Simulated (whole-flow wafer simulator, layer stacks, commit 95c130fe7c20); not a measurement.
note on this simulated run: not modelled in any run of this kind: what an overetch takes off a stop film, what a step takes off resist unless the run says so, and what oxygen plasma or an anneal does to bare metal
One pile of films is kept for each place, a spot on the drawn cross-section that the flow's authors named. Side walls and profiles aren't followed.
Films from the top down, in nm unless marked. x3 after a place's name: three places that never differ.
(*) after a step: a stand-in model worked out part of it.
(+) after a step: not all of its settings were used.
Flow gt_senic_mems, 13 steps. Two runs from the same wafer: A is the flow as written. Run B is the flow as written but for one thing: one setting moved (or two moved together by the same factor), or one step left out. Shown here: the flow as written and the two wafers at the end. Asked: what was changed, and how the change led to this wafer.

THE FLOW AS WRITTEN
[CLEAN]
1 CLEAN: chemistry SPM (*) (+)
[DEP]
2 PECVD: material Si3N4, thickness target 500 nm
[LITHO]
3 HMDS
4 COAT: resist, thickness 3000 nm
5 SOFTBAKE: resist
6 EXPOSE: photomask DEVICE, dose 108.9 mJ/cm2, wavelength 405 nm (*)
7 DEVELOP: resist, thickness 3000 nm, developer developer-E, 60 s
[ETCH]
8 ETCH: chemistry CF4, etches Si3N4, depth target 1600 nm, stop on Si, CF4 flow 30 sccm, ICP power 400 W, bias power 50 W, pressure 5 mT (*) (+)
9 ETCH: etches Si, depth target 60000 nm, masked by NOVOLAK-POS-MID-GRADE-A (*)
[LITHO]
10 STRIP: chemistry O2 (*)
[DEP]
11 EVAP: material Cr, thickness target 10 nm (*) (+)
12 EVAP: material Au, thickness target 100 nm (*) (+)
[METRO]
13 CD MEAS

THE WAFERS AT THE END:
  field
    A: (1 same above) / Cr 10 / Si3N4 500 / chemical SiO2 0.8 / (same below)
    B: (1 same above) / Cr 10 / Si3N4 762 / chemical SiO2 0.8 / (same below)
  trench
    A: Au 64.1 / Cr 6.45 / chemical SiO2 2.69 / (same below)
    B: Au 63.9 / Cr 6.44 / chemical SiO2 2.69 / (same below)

The cause: step 2, PECVD: thickness target 762 nm was run, where the flow has thickness target 500 nm.
It can be read off the wafer: field has Si3N4 762, and step 2 as written asks for 500 nm.

How the change led to this, step by step:
  2 PECVD: material Si3N4, thickness target 500 nm
      field, trench: A Si3N4 +500 (new film) | B Si3N4 +762 (new film)
  8 ETCH: chemistry CF4, etches Si3N4, depth target 1600 nm, stop on Si, CF4 flow 30 sccm, ICP power 400 W, bias power 50 W, pressure 5 mT (*) (+)
      field: A resist -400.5 | B resist -575.2
      trench: A Si3N4 -500 (all of it), chemical SiO2 -0.8 (all of it) | B Si3N4 -762 (all of it), chemical SiO2 -0.8 (all of it)
  10 STRIP: chemistry O2 (*)
      field: A resist -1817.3 (all of it) | B resist -1642.6 (all of it)
